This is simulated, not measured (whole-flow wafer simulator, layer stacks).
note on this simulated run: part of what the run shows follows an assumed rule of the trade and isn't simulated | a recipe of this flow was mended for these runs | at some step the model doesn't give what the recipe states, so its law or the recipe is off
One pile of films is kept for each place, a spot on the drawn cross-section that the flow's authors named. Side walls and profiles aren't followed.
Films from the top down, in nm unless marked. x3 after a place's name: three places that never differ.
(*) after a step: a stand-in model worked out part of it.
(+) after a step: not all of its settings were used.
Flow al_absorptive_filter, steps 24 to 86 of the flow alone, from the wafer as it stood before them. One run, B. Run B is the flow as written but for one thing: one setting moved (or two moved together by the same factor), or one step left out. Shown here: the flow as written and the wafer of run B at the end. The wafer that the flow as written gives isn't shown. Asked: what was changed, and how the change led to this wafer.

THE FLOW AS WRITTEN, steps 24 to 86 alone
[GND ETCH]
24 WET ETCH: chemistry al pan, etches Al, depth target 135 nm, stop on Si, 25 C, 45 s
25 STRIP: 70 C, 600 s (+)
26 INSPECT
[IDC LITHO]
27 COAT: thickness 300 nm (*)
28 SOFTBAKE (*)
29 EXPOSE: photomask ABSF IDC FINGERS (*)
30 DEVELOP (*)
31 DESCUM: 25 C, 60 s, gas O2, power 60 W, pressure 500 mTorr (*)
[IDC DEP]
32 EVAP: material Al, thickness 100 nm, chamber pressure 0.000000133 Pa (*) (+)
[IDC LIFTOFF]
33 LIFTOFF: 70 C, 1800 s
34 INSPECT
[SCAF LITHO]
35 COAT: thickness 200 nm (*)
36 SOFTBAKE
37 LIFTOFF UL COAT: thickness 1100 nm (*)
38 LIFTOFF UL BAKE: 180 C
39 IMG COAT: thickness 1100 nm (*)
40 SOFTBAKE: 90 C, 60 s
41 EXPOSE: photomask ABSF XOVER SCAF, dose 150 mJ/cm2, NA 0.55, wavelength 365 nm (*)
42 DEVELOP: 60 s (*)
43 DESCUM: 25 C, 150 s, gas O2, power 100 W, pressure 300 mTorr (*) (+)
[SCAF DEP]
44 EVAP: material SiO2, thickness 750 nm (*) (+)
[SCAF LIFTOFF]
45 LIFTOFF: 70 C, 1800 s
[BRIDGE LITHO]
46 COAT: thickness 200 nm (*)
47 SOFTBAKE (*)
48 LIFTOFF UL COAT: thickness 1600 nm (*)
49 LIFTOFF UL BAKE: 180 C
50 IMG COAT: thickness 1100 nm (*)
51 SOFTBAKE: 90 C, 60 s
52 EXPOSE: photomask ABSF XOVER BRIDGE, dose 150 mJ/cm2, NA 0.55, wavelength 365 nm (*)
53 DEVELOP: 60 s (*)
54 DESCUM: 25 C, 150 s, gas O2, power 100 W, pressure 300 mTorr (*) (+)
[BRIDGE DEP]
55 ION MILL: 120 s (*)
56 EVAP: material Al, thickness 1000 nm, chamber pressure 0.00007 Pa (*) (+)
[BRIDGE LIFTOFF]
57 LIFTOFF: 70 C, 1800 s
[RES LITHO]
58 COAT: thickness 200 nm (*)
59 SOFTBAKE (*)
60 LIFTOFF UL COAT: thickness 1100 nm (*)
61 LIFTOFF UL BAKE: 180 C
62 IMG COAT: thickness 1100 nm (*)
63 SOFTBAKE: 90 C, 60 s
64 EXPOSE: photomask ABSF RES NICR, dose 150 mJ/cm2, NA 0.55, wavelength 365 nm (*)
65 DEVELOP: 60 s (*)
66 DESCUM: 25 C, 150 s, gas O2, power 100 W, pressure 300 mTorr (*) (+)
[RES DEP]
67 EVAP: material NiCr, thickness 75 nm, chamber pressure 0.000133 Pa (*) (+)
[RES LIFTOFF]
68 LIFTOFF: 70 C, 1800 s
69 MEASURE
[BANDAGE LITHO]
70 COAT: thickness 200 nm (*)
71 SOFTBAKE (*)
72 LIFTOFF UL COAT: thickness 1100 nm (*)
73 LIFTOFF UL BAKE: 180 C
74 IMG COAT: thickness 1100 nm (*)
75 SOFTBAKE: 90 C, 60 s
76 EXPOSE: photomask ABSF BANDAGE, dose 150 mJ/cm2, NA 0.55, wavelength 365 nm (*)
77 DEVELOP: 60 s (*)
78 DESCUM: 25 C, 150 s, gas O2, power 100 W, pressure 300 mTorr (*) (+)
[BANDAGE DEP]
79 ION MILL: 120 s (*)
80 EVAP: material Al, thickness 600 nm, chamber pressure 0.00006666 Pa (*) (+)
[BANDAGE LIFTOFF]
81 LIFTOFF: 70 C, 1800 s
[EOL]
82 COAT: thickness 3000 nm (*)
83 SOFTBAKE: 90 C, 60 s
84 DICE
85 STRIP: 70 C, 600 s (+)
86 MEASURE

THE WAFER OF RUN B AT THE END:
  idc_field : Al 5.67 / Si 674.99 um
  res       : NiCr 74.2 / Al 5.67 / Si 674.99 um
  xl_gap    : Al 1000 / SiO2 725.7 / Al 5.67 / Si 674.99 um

The cause: step 24, WET ETCH: 27 s was run, where the flow has 45 s.

How the change led to this, step by step:
  24 WET ETCH: chemistry al pan, etches Al, depth target 135 nm, stop on Si, 25 C, 45 s
      res, xl_gap, idc_field, idc_line, idc_space: Al -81 (as written it would be: Al -86.7 (all of it))
  31 DESCUM: 25 C, 60 s, gas O2, power 60 W, pressure 500 mTorr (*)
      idc_line: nothing (as written it would be: chemical SiO2 +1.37 (new film), Si -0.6)
  32 EVAP: material Al, thickness 100 nm, chamber pressure 0.000000133 Pa (*) (+)
      idc_line: Al +100 (as written it would be: Al +100 (new film))
  46 COAT: thickness 200 nm (*)
      xl_gap: acrylic-e-beam-resist +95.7 (new film) (as written it would be: acrylic-e-beam-resist +97.9 (new film))
  54 DESCUM: 25 C, 150 s, gas O2, power 100 W, pressure 300 mTorr (*) (+)
      xl_gap: acrylic-e-beam-resist -95.7 (all of it) (as written it would be: acrylic-e-beam-resist -97.9 (all of it))
Counting metal films that touch as one body, idc_field has 1 body; the flow as written gives 0 bodies.
Counting metal films that touch as one body, res has 1 body; the flow as written gives 0 bodies.
Counting metal films that touch as one body, xl_gap has 2 bodies (between them, from the top down: SiO2 725.7); the flow as written gives 1 body.
